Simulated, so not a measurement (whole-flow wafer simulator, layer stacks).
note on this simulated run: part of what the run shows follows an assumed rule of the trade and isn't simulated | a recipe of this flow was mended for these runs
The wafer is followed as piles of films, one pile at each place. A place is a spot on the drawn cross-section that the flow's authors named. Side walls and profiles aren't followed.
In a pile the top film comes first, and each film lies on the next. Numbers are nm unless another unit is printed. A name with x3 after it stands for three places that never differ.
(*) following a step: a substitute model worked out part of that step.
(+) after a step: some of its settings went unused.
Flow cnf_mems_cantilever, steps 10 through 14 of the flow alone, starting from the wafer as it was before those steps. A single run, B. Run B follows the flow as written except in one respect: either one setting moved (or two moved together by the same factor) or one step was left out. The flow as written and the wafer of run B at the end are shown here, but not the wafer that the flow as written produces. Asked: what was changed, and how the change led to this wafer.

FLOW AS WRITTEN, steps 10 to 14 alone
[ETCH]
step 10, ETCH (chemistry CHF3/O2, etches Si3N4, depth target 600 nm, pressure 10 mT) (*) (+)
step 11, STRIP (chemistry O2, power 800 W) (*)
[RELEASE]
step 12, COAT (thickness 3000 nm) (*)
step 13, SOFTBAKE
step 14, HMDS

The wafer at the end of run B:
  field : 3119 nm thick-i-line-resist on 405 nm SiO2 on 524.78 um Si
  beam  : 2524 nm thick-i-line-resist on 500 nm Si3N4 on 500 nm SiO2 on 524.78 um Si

Cause: step 10, ETCH: depth target 690 nm was run, whereas the flow has depth target 600 nm.

How this came from the change, step by step:
  step 10, ETCH (chemistry CHF3/O2, etches Si3N4, depth target 600 nm, pressure 10 mT) (*) (+)
      field: Si3N4 loses 500 (all of it), SiO2 loses 95 (as written it would have been: Si3N4 loses 500 (all of it), SiO2 loses 50)
      beam: KrF-resist loses 600 (as written it would have been: KrF-resist loses 521.7)
  step 11, STRIP (chemistry O2, power 800 W) (*)
      beam: KrF-resist loses 382.7 (all of it) (as written it would have been: KrF-resist loses 460.9 (all of it))
  step 13, SOFTBAKE
      field: thick-i-line-resist gains 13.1 (as written it would have been: thick-i-line-resist gains 11.9)
      beam: thick-i-line-resist loses 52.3 (as written it would have been: thick-i-line-resist loses 47.6)
